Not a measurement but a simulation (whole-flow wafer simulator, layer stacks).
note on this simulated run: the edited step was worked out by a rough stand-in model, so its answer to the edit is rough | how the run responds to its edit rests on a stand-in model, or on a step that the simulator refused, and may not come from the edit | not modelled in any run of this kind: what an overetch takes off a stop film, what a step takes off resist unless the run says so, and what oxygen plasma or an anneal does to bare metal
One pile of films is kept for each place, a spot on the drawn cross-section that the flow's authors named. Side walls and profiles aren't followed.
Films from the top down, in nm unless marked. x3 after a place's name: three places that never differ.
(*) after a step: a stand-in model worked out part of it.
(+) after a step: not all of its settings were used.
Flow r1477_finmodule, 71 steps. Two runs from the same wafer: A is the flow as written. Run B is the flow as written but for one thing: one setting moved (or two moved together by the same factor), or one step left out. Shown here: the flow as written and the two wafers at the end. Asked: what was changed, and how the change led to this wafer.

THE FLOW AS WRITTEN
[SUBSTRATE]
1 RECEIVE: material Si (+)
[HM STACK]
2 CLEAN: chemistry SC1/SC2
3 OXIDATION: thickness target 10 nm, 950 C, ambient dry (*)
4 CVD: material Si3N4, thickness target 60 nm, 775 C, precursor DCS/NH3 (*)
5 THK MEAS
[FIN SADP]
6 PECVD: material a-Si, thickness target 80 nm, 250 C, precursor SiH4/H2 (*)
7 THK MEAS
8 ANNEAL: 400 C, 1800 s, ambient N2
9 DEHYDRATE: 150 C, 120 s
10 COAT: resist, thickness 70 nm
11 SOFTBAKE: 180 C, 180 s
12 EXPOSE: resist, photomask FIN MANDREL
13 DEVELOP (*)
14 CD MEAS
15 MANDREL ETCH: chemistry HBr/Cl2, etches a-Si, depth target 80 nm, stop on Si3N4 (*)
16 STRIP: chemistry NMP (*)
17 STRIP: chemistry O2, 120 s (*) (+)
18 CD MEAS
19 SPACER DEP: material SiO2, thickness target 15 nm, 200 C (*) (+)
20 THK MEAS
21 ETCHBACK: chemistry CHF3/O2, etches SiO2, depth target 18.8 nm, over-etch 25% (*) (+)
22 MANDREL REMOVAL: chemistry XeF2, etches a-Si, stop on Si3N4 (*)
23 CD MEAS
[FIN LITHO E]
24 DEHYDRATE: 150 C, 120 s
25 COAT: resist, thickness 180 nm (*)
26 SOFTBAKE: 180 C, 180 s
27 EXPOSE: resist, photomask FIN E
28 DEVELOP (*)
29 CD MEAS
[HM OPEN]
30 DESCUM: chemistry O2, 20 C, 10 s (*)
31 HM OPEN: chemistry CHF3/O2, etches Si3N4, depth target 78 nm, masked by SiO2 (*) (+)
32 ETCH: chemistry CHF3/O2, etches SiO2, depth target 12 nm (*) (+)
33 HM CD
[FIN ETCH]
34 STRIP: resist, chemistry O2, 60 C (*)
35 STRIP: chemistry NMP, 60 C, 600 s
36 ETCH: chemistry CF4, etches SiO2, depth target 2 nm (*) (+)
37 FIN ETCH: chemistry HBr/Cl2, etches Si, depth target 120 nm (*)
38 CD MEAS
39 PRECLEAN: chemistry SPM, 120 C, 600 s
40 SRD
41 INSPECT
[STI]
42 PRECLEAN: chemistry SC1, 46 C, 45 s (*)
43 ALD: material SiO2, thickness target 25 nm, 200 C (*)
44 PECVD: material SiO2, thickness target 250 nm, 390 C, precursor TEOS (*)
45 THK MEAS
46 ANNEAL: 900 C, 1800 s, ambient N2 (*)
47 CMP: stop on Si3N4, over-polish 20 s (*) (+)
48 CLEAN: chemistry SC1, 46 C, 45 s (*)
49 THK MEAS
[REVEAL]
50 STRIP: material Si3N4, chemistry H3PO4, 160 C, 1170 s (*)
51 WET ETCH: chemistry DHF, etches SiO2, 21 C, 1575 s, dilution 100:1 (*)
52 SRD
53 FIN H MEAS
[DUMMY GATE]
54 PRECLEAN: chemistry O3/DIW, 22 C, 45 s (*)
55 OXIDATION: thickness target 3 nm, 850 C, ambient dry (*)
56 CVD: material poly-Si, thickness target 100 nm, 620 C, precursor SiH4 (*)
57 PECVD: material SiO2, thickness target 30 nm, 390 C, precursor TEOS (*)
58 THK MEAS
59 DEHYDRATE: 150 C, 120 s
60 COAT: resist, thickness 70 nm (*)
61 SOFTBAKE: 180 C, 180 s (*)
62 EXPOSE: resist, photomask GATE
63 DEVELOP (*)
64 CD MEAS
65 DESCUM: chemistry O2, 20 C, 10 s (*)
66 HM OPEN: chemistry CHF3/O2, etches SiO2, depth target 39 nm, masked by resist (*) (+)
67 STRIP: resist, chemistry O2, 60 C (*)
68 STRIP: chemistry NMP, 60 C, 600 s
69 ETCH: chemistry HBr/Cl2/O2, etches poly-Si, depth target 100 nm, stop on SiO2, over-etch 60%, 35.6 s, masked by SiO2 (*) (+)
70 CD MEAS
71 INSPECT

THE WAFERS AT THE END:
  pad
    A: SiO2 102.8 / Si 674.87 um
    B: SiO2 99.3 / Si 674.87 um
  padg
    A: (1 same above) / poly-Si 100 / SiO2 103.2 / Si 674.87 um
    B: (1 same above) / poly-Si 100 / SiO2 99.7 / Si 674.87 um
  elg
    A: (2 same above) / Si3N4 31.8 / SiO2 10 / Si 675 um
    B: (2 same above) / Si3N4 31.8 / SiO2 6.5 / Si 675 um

The cause: step 3, OXIDATION: thickness target 6.5 nm was run, where the flow has thickness target 10 nm.
It can be read off the wafer: elg has SiO2 6.5, and step 3 as written asks for 10 nm.

How the change led to this, step by step:
  3 OXIDATION: thickness target 10 nm, 950 C, ambient dry (*)
      pad, padg, elg and 33 more: A SiO2 +10 (new film), chemical SiO2 -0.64 (all of it), Si -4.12 | B SiO2 +6.5 (new film), chemical SiO2 -0.64 (all of it), Si -2.58
  31 HM OPEN: chemistry CHF3/O2, etches Si3N4, depth target 78 nm, masked by SiO2 (*) (+)
      s40cg, s45cg, s50cg, s40co, s45co, s50co: A Si3N4 -60 (all of it), SiO2 -9 | B Si3N4 -60 (all of it), SiO2 -6.5 (all of it)
      pad, padg, esg and 13 more: A Si3N4 -56.4 (all of it), SiO2 -10 (all of it) | B Si3N4 -56.4 (all of it), SiO2 -6.5 (all of it)
  32 ETCH: chemistry CHF3/O2, etches SiO2, depth target 12 nm (*) (+)
      s40cg, s40co: A SiO2 -1 (all of it), Si -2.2 | B Si -2.09
      s45cg, s45co: A SiO2 -1 (all of it), Si -2.2 | B Si -2.12
      (and at 2 more places)
  47 CMP: stop on Si3N4, over-polish 20 s (*) (+)
      pad, padg, e40sg and 11 more: A SiO2 -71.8 | B SiO2 -75.3
      eso: A SiO2 -72.4 | B SiO2 -75.9
  51 WET ETCH: chemistry DHF, etches SiO2, 21 C, 1575 s, dilution 100:1 (*)
      s40sg_line, s45sg_line, s50sg_line, s40so_line, s45so_line, s50so_line: A SiO2 -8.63 (all of it) | B SiO2 -5.13 (all of it)
  56 CVD: material poly-Si, thickness target 100 nm, 620 C, precursor SiH4 (*)
      s40cg, s40co: A poly-Si +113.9 (new film) | B poly-Si +117.4 (new film)
      s45cg, s45co: A poly-Si +113.4 (new film) | B poly-Si +116.9 (new film)
      (and at 2 more places)
  60 COAT: resist, thickness 70 nm (*)
      s40sg, s40so: A resist +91 (new film) | B resist +94.4 (new film)
      s45sg, s45so: A resist +91 (new film) | B resist +94.3 (new film)
      (and at 2 more places)
  63 DEVELOP (*)
      s40so: A resist -91 (all of it) | B resist -94.4 (all of it)
      s45so: A resist -91 (all of it) | B resist -94.3 (all of it)
      (and at 1 more place)
  67 STRIP: resist, chemistry O2, 60 C (*)
      s40sg: A resist -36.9 (all of it) | B resist -40.3 (all of it)
      s45sg: A resist -36.9 (all of it) | B resist -40.2 (all of it)
      (and at 1 more place)
  69 ETCH: chemistry HBr/Cl2/O2, etches poly-Si, depth target 100 nm, stop on SiO2, over-etch 60%, 35.6 s, masked by SiO2 (*) (+)
      s40co: A chemical SiO2 -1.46 (all of it), poly-Si -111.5 (all of it), SiO2 -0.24 | B chemical SiO2 -1.46 (all of it), poly-Si -115 (all of it), SiO2 -0.23
      s45co: A chemical SiO2 -1.46 (all of it), poly-Si -110.9 (all of it), SiO2 -0.25 | B chemical SiO2 -1.46 (all of it), poly-Si -114.4 (all of it), SiO2 -0.23
      (and at 1 more place)
